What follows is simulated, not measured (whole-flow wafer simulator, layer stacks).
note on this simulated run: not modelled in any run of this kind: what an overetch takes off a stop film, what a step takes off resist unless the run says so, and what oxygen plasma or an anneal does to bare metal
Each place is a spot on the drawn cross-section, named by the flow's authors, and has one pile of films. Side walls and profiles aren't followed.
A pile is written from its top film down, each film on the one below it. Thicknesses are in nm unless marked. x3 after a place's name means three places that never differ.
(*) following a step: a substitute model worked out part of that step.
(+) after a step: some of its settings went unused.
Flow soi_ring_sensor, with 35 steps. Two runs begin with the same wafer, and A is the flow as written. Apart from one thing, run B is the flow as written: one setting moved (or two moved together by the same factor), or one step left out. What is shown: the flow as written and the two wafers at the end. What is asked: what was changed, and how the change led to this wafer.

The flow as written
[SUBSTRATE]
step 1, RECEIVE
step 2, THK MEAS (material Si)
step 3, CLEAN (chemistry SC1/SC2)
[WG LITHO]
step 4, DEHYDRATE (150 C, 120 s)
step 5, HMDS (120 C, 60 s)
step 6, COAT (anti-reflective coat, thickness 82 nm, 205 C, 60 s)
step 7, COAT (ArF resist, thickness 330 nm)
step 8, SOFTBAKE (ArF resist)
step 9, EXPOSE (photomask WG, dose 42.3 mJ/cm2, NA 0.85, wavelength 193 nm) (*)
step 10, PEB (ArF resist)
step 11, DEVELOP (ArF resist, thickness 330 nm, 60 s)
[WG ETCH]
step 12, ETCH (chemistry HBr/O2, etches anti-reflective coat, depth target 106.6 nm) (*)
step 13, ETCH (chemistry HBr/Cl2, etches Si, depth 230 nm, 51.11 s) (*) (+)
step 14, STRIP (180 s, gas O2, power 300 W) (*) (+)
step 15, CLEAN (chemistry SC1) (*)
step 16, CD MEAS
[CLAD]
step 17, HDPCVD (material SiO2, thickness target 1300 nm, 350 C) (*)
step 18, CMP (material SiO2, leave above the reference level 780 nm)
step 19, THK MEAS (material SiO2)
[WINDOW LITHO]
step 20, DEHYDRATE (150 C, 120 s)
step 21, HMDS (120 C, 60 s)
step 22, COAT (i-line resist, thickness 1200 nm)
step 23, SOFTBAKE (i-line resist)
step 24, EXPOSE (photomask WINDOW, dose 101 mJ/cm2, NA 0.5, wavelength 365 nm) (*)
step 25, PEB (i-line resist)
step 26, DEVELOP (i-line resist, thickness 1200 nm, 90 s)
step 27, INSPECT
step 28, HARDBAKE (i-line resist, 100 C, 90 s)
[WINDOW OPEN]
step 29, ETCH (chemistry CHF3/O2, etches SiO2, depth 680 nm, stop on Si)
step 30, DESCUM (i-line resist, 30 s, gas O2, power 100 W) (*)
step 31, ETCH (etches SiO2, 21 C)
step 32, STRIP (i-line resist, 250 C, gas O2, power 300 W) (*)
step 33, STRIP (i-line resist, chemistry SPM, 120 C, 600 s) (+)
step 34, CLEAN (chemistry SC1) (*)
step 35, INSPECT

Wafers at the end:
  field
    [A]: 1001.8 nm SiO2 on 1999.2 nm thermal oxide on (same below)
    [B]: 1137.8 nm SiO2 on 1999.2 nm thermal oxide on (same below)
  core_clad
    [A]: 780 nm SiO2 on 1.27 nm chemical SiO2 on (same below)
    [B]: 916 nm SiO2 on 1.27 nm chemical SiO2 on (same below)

Cause: step 18, CMP: leave above the reference level 916 nm was run, though the flow has leave above the reference level 780 nm.
One can read it off the wafer: core_clad has SiO2 916, and step 18 as written asks for 780 nm.

How this came from the change, step by step:
  step 18, CMP (material SiO2, leave above the reference level 780 nm)
      gap, window, field, gap_clad: A SiO2 loses 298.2 | B SiO2 loses 162.2
      core, core_clad: A SiO2 loses 520 | B SiO2 loses 384
  step 31, ETCH (etches SiO2, 21 C)
      core: A SiO2 loses 100 (all of it), chemical SiO2 loses 1.27 (all of it) | B SiO2 loses 236 (all of it), chemical SiO2 loses 1.27 (all of it)
